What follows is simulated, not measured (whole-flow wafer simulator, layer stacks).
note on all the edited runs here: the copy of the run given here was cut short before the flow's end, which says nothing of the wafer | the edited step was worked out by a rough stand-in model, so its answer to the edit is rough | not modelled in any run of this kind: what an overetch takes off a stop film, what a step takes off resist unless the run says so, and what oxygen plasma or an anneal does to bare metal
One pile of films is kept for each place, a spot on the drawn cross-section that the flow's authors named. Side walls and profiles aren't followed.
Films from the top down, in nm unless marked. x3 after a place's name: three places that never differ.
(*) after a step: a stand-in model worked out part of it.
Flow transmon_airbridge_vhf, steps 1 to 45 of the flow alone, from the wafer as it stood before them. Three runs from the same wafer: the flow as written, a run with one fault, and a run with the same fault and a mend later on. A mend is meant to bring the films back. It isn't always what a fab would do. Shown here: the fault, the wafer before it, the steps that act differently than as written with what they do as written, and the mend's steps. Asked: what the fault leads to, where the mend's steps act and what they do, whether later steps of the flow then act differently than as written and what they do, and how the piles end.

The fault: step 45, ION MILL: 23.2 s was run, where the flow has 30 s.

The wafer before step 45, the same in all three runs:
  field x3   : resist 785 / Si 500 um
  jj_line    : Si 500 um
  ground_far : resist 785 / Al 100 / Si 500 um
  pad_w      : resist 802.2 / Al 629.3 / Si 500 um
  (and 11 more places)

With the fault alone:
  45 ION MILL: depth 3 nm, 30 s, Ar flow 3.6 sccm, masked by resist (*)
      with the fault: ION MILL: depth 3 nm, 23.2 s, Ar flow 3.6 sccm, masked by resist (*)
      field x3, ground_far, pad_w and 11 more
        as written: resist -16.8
        with the fault: resist -13
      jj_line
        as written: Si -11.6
        with the fault: Si -9
  No later step of the flow acts differently than as written at any place that is followed.
  At the end the piles differ from the flow's only slightly at the places that both follow, by at most 2% or 0.5 nm, whichever is larger.

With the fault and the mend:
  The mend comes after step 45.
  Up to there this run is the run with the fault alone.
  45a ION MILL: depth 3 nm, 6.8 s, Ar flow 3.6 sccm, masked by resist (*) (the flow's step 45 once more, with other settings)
      field x3, ground_far, pad_w and 11 more
        resist -3.8
      jj_line
        Si -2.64
  No later step of the flow acts differently than as written at any place that is followed.
  At the end the piles are the same as the flow's at every place that both follow.
